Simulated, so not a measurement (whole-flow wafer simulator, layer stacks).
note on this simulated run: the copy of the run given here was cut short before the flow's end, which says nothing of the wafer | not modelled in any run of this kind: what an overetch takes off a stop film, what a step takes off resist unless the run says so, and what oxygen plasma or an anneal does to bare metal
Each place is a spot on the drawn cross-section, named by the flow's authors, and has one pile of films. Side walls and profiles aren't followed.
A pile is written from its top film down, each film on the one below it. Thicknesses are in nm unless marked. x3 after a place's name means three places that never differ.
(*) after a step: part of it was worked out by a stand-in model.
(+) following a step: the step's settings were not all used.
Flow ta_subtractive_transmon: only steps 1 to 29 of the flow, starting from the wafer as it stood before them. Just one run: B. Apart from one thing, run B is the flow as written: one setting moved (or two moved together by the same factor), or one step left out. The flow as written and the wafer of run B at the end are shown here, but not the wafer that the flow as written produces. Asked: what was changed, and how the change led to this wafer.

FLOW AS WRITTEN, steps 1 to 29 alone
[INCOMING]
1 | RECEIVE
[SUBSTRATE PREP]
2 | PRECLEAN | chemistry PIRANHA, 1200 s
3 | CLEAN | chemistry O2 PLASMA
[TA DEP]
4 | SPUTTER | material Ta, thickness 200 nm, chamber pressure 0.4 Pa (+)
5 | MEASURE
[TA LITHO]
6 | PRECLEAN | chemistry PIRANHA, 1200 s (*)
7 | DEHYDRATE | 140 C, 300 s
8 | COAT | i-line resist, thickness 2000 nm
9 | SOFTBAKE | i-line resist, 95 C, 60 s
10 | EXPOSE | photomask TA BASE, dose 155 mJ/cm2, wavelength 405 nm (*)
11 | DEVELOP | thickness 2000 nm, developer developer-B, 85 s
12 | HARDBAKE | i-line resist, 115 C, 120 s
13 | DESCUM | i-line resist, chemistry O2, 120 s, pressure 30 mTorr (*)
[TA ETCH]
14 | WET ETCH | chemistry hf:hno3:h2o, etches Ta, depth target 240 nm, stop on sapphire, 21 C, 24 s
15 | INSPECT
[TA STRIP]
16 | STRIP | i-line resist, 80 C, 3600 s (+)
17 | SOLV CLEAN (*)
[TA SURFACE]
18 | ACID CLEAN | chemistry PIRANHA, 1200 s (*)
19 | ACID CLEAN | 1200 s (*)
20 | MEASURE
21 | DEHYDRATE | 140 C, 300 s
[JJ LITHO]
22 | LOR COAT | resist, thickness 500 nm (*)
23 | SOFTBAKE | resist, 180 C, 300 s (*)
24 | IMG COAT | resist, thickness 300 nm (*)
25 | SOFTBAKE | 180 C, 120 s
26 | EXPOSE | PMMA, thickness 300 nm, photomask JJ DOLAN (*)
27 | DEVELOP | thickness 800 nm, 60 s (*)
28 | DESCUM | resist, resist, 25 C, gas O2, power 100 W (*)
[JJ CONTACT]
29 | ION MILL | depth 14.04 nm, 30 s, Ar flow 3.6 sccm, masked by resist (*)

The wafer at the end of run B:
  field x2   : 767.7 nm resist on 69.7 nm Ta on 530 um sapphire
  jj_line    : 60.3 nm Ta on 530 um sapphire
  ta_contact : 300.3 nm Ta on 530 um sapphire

The reason: step 4, SPUTTER: thickness 310 nm was run, though the flow has thickness 200 nm.

How this came from the change, step by step:
  4 | SPUTTER | material Ta, thickness 200 nm, chamber pressure 0.4 Pa (+)
      field x2, jj_line, lead, ta_contact, ta_pad: Ta gains 310 (new film) (it would be, as written: Ta gains 200 (new film))
  14 | WET ETCH | chemistry hf:hno3:h2o, etches Ta, depth target 240 nm, stop on sapphire, 21 C, 24 s
      field x2, jj_line, lead: Ta loses 240 (it would be, as written: Ta loses 200 (all of it))
  22 | LOR COAT | resist, thickness 500 nm (*)
      ta_contact: resist gains 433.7 (new film) (it would be, as written: resist gains 443.8 (new film))
  29 | ION MILL | depth 14.04 nm, 30 s, Ar flow 3.6 sccm, masked by resist (*)
      jj_line, lead: Ta loses 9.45 (it would be, as written: sapphire loses 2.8)
With metal films that touch counted as one body, field x2 has 1 body; the flow as written gives 0 bodies.
With metal films that touch counted as one body, jj_line has 1 body; the flow as written gives 0 bodies.
